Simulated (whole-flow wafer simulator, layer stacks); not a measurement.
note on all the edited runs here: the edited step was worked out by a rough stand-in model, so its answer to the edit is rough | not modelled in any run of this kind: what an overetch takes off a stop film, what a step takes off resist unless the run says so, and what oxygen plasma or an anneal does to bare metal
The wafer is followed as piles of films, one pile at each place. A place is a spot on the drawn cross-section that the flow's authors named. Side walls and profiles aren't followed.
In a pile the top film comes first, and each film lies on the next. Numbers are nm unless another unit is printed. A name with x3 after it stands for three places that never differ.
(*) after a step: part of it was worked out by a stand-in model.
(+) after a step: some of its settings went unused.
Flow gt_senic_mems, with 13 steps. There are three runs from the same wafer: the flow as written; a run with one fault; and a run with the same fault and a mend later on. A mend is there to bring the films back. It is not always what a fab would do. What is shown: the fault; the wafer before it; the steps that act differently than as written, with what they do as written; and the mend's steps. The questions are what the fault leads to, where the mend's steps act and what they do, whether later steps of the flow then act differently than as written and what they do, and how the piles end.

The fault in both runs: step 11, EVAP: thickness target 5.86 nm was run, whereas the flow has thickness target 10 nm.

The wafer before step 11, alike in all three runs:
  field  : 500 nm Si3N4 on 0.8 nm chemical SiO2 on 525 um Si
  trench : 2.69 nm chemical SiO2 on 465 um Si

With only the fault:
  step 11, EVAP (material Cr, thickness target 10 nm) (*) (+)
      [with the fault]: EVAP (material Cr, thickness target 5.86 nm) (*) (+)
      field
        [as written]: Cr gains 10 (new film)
        [with the fault]: Cr gains 5.86 (new film)
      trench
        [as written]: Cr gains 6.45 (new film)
        [with the fault]: Cr gains 3.78 (new film)
  Later steps of the flow that are run all act as written at every place that is followed.
  By the end, the piles at field, trench depart from the flow's by more than 2% or 0.5 nm, whichever is larger.
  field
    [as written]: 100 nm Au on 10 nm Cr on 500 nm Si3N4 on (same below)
    [with the fault]: 100 nm Au on 5.86 nm Cr on 500 nm Si3N4 on (same below)
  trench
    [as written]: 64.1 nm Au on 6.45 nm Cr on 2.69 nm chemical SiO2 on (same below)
    [with the fault]: 64.1 nm Au on 3.78 nm Cr on 2.69 nm chemical SiO2 on (same below)

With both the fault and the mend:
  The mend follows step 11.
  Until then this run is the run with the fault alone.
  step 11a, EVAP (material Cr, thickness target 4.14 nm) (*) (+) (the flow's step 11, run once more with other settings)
      field
        Cr gains 4.14
      trench
        Cr gains 2.67
  Later steps of the flow that are run all act as written at every place that is followed.
  The piles end only slightly different from the flow's at the places that both follow, by no more than 2% or 0.5 nm, whichever is larger.
